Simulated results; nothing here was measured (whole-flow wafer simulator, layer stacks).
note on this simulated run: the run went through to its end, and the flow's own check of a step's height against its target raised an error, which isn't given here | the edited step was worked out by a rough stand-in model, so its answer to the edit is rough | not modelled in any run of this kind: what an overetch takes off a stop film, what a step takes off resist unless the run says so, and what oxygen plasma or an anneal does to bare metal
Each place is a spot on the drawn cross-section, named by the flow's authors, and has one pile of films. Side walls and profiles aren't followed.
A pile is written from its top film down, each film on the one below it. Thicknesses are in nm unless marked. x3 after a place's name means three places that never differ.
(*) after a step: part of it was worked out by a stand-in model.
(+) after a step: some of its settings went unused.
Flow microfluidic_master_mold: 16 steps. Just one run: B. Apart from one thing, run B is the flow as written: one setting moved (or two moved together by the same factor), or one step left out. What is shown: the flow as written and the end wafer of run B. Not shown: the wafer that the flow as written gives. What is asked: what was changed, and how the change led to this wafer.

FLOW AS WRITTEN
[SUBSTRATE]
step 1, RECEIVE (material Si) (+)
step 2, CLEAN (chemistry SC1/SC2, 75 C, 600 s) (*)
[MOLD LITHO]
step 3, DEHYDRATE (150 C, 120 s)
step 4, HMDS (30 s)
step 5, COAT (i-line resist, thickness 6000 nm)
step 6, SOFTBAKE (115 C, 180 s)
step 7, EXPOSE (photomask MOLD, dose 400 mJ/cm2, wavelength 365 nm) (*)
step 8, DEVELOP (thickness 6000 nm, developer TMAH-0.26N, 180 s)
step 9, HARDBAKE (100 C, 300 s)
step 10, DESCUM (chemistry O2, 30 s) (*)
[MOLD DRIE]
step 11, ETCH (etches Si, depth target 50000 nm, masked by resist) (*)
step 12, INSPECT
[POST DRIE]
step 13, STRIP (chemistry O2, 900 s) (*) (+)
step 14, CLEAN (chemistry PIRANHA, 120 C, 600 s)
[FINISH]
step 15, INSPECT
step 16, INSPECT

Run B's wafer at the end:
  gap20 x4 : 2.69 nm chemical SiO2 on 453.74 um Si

What caused this: step 11, ETCH: depth target 71250 nm was run, while the flow as written has depth target 50000 nm.

The path from the change to this, step by step:
  step 11, ETCH (etches Si, depth target 50000 nm, masked by resist) (*)
      gap20 x4: -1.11 chemical SiO2 (all of it), -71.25 um Si (it would be, as written: -1.11 chemical SiO2 (all of it), -50 um Si)
      ridge: -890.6 i-line resist (it would be, as written: -625 i-line resist)
  step 13, STRIP (chemistry O2, 900 s) (*) (+)
      ridge: -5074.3 i-line resist (all of it), +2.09 chemical SiO2, -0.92 Si (it would be, as written: -5339.9 i-line resist (all of it), +2.09 chemical SiO2, -0.92 Si)
